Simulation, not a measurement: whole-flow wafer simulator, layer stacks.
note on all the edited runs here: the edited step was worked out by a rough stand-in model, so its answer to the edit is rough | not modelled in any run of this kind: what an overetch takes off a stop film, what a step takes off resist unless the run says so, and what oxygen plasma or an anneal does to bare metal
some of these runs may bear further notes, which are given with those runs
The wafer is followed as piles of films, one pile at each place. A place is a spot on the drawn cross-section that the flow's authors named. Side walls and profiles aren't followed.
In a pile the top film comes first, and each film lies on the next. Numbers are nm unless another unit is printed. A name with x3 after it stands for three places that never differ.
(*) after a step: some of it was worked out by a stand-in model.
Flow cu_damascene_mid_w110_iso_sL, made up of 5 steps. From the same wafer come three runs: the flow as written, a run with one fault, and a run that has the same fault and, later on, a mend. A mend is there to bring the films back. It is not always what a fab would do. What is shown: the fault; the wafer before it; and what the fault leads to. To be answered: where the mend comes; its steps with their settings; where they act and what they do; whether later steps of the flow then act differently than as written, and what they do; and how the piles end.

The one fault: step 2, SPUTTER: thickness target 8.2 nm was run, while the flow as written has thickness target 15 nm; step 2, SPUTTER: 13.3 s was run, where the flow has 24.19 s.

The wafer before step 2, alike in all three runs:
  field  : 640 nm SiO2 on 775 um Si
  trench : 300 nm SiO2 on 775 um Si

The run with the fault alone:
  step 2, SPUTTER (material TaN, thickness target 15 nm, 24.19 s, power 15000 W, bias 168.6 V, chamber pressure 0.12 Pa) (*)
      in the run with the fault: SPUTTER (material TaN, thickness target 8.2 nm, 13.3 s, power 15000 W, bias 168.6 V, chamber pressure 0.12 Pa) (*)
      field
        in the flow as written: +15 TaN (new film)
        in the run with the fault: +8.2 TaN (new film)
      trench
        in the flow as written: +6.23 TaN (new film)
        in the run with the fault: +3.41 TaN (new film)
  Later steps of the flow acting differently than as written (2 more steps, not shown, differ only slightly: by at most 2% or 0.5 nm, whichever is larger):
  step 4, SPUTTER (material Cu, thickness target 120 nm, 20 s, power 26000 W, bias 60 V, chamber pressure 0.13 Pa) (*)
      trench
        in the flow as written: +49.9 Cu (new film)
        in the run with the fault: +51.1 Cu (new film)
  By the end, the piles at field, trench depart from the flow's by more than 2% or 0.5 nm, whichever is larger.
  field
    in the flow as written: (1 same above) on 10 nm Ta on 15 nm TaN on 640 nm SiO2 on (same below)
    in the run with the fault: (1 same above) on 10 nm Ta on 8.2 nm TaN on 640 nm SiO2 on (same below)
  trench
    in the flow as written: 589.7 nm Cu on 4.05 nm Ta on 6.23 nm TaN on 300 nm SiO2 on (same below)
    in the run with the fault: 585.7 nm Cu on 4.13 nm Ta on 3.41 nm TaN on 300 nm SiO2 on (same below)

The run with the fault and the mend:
  The mend follows step 2.
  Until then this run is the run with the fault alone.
  step 2a, SPUTTER (material TaN, thickness target 6.8 nm, 10.97 s, power 15000 W, bias 168.6 V, chamber pressure 0.12 Pa) (*) (a further turn of the flow's step 2, with different settings)
      field
        +6.8 TaN
      trench
        +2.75 TaN
  Later steps of the flow that are run all act as written at every place that is followed, up to a difference of at most 2% or 0.5 nm, whichever is larger.
  At the end the piles are close to the flow's at the places that both follow, differing by at most 2% or 0.5 nm, whichever is larger.
